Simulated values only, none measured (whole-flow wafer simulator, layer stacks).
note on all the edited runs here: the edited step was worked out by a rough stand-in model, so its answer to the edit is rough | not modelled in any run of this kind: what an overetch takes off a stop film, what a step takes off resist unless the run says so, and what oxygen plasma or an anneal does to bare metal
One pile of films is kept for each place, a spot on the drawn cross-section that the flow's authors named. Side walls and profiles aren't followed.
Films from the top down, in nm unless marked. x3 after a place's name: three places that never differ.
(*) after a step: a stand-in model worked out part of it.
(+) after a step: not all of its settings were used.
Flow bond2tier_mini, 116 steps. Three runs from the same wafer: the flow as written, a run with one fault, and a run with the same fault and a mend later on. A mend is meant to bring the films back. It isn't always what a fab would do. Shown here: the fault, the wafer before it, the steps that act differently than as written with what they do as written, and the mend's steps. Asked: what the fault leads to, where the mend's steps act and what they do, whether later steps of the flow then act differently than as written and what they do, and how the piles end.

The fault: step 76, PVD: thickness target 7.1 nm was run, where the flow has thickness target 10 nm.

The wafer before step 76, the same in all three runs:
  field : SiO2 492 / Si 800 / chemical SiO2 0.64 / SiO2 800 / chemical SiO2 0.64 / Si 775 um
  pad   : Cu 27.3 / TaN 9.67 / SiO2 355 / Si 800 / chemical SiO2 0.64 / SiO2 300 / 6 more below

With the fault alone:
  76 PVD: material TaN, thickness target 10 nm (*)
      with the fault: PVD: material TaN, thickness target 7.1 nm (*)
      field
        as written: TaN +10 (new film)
        with the fault: TaN +7.1 (new film)
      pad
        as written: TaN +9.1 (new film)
        with the fault: TaN +6.46 (new film)
  Later steps of the flow that act differently than as written (1 more step differs only slightly, by at most 2% or 0.5 nm, whichever is larger, and isn't shown):
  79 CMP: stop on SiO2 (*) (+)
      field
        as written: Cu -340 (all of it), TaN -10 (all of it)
        with the fault: Cu -340 (all of it), TaN -7.1 (all of it)
  At the end the piles differ from the flow's by more than 2% or 0.5 nm, whichever is larger, at pad.
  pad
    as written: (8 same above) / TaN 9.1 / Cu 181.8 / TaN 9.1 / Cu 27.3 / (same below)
    with the fault: (8 same above) / TaN 9.1 / Cu 184.4 / TaN 6.46 / Cu 27.3 / (same below)

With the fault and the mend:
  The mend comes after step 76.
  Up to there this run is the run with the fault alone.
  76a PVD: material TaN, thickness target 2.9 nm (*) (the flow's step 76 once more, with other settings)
      field
        TaN +2.9
      pad
        TaN +2.64
  No later step of the flow acts differently than as written at any place that is followed.
  At the end the piles are the same as the flow's at every place that both follow.
